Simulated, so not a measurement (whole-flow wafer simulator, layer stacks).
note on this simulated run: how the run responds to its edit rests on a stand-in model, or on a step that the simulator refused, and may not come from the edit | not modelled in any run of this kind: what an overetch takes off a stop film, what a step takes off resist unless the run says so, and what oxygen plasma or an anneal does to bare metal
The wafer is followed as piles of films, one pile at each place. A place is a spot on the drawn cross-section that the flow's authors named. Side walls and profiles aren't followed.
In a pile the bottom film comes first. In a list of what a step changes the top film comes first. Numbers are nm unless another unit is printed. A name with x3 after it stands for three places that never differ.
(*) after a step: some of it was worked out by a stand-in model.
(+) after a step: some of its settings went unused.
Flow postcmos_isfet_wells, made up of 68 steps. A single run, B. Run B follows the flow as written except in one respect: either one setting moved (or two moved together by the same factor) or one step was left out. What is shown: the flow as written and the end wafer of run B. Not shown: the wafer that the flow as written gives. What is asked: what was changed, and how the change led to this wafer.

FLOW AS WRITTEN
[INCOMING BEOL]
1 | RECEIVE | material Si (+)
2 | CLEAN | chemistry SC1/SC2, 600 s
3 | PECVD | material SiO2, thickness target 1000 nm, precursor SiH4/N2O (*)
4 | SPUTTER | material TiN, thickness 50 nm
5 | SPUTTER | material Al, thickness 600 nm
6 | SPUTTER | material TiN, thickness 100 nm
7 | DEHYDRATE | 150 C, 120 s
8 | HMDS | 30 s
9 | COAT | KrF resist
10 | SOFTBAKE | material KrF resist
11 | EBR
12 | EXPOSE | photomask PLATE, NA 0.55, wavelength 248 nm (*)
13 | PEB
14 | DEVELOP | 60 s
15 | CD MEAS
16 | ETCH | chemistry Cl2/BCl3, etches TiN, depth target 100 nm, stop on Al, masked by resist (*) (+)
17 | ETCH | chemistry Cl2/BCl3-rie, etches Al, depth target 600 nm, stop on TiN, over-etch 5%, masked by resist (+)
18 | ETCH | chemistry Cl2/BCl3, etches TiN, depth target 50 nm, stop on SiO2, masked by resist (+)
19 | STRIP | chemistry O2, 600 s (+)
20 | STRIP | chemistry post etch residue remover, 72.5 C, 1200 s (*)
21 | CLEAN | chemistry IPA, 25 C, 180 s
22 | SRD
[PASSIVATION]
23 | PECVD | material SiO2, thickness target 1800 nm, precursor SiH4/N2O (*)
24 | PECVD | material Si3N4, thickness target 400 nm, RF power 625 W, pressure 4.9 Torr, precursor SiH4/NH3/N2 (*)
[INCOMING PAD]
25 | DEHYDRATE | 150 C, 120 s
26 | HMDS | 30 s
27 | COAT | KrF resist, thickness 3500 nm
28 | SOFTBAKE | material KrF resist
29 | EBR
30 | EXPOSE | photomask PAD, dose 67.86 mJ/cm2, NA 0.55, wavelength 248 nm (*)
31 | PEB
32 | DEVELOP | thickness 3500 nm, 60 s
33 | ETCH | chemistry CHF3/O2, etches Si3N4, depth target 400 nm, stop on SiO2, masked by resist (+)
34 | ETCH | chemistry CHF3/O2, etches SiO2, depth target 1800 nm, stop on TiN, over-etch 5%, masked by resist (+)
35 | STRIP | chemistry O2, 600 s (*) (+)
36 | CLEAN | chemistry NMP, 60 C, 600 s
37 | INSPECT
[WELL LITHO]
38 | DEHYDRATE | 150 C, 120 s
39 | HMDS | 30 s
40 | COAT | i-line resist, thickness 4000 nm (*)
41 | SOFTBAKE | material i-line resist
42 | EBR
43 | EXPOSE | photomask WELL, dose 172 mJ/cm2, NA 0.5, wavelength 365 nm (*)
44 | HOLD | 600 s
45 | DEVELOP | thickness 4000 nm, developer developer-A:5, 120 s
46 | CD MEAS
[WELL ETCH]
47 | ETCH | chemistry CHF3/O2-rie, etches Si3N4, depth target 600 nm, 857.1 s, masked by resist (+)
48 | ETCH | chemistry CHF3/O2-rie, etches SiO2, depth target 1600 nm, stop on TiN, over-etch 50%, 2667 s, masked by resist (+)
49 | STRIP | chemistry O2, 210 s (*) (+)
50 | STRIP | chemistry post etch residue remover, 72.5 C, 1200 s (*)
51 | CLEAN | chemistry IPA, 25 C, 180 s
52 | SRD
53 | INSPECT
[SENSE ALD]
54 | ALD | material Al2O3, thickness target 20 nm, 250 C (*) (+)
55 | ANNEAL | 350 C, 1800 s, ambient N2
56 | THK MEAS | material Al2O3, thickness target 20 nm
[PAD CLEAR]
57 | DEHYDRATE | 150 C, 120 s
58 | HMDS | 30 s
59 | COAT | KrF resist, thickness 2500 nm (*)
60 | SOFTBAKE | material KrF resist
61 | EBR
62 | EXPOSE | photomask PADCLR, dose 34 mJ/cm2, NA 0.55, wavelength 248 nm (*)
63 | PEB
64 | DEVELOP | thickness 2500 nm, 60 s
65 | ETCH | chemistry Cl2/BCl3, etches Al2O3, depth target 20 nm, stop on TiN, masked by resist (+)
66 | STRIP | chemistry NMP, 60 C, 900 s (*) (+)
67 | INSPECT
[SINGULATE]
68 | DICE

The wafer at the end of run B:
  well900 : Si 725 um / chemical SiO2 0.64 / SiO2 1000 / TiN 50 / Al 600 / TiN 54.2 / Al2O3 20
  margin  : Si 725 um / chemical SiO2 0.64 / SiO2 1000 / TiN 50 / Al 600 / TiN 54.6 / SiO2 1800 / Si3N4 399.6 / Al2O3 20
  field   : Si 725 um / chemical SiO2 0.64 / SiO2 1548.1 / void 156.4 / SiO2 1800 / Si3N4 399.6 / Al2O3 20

Cause: step 6, SPUTTER: thickness 55 nm was run, while the flow as written has thickness 100 nm.

How this came from the change, step by step:
  6 | SPUTTER | material TiN, thickness 100 nm
      field, margin, well900, well1300 x3, pad_rim, pad_clr, pad_open: +55 TiN (new film) (in the flow as written it would be: +100 TiN (new film))
  16 | ETCH | chemistry Cl2/BCl3, etches TiN, depth target 100 nm, stop on Al, masked by resist (*) (+)
      margin, well900, well1300 x3, pad_rim, pad_clr, pad_open: -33 KrF resist (in the flow as written it would be: -40 KrF resist)
      field: -55 TiN (all of it) (in the flow as written it would be: -100 TiN (all of it))
  23 | PECVD | material SiO2, thickness target 1800 nm, precursor SiH4/N2O (*)
      field: +1800 SiO2 (new film), +156.4 void (new film), +548.1 SiO2 (in the flow as written it would be: +1800 SiO2 (new film), +189.9 void (new film), +559.7 SiO2)
